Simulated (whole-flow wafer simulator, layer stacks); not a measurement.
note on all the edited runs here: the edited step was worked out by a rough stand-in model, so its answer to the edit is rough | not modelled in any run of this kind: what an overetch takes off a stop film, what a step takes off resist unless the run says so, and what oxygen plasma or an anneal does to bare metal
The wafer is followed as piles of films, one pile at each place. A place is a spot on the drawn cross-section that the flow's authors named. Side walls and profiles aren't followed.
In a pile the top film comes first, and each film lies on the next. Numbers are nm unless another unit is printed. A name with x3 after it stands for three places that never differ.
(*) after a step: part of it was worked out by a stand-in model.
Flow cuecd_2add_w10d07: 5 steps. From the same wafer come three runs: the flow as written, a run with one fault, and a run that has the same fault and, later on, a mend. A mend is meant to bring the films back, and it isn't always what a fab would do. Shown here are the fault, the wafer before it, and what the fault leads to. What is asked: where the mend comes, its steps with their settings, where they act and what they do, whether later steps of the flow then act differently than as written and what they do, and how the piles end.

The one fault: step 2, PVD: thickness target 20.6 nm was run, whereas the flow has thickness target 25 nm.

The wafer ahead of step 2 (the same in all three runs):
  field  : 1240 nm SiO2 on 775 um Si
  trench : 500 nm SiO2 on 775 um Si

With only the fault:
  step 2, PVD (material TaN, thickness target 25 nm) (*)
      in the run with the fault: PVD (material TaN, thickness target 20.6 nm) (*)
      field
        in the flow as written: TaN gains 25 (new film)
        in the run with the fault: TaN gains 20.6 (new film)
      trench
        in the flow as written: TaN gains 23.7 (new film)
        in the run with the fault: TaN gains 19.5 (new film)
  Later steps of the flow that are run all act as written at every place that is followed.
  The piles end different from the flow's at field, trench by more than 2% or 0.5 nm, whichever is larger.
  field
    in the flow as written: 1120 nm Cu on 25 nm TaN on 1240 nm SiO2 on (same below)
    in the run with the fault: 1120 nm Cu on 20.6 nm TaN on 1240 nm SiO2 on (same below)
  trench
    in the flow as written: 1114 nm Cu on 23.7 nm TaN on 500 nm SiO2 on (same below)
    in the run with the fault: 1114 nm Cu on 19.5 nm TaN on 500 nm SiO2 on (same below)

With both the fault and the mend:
  The mend stands after step 2.
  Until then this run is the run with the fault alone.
  step 2a, PVD (material TaN, thickness target 4.4 nm) (*) (the flow's step 2 again, with other settings)
      field
        TaN gains 4.4
      trench
        TaN gains 4.16
  Later steps of the flow that are run all act as written at every place that is followed.
  The piles end the same as the flow's at every place that both follow.
